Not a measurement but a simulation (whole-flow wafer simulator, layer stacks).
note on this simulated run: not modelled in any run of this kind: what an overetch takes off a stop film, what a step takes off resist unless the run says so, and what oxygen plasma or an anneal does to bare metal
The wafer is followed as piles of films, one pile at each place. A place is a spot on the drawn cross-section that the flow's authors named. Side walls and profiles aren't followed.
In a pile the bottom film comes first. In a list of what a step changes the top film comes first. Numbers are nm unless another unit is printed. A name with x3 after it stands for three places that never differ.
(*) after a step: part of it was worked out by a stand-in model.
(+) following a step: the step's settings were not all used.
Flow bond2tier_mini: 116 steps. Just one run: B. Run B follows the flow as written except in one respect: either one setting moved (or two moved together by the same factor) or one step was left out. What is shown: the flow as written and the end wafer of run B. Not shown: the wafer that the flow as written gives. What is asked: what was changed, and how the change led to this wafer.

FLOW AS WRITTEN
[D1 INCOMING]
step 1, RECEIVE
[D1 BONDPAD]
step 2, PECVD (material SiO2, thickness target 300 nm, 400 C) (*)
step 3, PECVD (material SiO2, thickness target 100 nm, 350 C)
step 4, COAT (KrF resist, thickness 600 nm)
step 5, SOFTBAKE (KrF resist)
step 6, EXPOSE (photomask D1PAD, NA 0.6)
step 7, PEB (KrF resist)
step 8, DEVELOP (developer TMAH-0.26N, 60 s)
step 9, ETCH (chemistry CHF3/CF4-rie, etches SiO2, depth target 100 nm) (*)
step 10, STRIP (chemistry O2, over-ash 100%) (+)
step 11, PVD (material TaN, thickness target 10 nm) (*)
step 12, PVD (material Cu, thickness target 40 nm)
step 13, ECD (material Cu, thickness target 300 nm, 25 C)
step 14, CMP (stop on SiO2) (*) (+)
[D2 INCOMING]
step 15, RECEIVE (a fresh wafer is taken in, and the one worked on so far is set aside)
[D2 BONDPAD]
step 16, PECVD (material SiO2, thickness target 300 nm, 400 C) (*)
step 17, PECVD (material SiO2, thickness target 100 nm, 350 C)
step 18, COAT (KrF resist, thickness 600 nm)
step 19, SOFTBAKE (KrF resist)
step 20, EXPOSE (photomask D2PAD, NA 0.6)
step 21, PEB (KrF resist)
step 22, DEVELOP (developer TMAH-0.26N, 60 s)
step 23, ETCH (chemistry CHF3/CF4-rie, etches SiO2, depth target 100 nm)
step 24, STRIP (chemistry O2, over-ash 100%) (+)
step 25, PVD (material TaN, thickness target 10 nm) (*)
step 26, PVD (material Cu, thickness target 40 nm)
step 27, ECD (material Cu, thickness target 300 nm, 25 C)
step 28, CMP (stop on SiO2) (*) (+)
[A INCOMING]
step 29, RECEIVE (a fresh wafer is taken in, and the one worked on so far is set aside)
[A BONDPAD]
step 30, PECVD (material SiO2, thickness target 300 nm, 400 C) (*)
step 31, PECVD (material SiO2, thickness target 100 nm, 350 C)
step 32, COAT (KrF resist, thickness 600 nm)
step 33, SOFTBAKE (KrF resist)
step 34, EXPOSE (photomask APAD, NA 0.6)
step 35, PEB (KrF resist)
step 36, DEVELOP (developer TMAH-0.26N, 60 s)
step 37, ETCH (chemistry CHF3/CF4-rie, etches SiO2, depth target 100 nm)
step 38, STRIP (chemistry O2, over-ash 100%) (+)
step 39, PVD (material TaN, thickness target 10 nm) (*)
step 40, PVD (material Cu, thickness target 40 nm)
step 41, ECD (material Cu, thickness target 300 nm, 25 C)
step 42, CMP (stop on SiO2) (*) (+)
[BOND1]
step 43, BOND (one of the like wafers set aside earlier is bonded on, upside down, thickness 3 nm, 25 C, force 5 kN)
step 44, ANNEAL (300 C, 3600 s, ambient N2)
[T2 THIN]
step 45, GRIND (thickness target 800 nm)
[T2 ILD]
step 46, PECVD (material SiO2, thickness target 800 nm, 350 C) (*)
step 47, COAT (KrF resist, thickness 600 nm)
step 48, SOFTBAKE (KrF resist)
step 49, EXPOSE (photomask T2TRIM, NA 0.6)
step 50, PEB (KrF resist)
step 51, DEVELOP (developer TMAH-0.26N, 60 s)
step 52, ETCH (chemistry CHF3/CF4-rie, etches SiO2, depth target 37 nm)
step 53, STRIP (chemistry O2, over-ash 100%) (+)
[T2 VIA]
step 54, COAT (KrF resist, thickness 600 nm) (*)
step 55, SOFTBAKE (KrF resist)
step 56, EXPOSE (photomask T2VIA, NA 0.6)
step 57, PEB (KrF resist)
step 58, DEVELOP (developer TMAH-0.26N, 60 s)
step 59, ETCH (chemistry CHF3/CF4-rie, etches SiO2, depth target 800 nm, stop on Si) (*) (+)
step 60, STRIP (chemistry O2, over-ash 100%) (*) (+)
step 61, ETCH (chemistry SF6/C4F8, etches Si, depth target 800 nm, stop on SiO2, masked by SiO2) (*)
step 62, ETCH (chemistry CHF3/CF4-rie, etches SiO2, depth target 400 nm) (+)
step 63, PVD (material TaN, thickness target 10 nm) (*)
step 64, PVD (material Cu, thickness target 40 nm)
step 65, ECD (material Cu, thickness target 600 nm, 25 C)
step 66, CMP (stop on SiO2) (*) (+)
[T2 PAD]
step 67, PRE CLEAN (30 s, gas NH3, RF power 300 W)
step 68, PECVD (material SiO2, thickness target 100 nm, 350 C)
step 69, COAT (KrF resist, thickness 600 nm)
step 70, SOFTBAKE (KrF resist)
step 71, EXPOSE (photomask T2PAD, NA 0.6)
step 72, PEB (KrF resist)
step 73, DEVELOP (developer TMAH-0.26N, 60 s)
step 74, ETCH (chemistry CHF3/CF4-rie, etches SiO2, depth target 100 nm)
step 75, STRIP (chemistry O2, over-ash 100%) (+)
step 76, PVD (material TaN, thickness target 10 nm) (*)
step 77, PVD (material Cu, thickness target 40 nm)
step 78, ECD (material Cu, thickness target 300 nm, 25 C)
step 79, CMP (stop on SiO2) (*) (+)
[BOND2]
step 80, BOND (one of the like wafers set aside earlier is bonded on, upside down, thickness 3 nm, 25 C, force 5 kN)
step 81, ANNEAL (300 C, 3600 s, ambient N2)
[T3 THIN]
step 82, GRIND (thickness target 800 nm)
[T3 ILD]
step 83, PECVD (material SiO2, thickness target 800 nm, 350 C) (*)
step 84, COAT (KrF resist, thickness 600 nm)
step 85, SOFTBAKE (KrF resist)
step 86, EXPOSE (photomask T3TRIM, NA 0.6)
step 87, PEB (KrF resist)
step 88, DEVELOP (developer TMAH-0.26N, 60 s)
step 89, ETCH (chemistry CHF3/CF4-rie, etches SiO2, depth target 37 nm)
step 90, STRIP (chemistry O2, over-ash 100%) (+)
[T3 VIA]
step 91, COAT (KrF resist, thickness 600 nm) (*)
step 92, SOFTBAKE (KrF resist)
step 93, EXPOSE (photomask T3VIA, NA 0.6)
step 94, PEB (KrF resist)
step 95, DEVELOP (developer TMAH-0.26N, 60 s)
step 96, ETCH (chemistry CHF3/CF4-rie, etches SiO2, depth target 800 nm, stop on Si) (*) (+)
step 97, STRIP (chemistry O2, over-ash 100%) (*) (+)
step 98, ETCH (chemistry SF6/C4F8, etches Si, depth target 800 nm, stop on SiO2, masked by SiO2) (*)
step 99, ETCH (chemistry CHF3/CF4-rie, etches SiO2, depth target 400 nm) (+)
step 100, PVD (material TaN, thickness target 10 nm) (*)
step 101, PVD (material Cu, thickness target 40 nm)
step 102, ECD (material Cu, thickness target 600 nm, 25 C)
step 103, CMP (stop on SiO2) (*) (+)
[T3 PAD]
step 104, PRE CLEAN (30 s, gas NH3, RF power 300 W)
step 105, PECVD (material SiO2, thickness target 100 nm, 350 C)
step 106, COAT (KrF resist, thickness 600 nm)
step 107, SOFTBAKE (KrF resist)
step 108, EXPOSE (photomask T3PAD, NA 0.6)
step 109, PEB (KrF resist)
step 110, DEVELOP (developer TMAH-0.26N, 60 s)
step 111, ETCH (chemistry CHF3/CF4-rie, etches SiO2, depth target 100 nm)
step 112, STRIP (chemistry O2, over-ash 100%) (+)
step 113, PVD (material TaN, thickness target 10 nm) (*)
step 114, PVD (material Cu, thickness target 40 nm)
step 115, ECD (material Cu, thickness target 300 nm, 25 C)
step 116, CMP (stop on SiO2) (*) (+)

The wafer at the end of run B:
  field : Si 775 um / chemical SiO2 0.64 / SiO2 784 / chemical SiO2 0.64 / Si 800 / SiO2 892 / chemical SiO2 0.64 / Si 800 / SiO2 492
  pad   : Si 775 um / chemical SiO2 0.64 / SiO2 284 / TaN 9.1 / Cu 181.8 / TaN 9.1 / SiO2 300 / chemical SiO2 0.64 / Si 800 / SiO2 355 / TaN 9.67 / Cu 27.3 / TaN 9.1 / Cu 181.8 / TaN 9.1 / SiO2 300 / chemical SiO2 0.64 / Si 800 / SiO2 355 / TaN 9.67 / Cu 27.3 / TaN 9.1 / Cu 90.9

What caused this: step 31, PECVD: thickness target 84 nm was run, while the flow as written has thickness target 100 nm.

Step by step, how the change led to this:
  step 31, PECVD (material SiO2, thickness target 100 nm, 350 C)
      field, pad, via: +84 SiO2 (as written it would have been: +100 SiO2)
